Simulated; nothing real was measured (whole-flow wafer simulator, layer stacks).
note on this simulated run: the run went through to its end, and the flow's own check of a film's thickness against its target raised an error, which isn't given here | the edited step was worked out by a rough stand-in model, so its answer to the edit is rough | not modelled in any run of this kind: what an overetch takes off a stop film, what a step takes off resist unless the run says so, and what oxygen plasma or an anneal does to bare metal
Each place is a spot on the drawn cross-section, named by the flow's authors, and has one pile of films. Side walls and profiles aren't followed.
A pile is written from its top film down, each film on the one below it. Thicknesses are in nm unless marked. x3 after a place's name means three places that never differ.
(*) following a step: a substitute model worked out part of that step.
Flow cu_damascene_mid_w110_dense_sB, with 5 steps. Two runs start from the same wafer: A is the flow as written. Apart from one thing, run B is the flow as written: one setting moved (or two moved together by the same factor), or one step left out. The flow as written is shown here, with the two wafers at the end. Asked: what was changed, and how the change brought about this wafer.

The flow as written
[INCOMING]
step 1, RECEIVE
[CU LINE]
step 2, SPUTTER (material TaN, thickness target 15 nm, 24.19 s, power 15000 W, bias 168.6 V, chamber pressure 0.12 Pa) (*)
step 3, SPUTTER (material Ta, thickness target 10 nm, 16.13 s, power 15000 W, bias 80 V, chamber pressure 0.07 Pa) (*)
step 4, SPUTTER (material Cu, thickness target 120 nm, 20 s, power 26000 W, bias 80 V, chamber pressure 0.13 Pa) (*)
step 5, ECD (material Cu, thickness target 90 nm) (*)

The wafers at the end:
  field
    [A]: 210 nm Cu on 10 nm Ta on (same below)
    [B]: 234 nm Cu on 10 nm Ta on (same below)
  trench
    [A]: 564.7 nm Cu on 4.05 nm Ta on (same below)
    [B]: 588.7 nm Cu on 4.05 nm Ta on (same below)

What caused this: step 4, SPUTTER: thickness target 144 nm was run, though the flow has thickness target 120 nm.

Step by step, how the change led to this:
  step 4, SPUTTER (material Cu, thickness target 120 nm, 20 s, power 26000 W, bias 80 V, chamber pressure 0.13 Pa) (*)
      field: A Cu gains 120 (new film) | B Cu gains 144 (new film)
      trench: A Cu gains 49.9 (new film) | B Cu gains 59.9 (new film)
  step 5, ECD (material Cu, thickness target 90 nm) (*)
      trench: A Cu gains 514.8 | B Cu gains 528.8
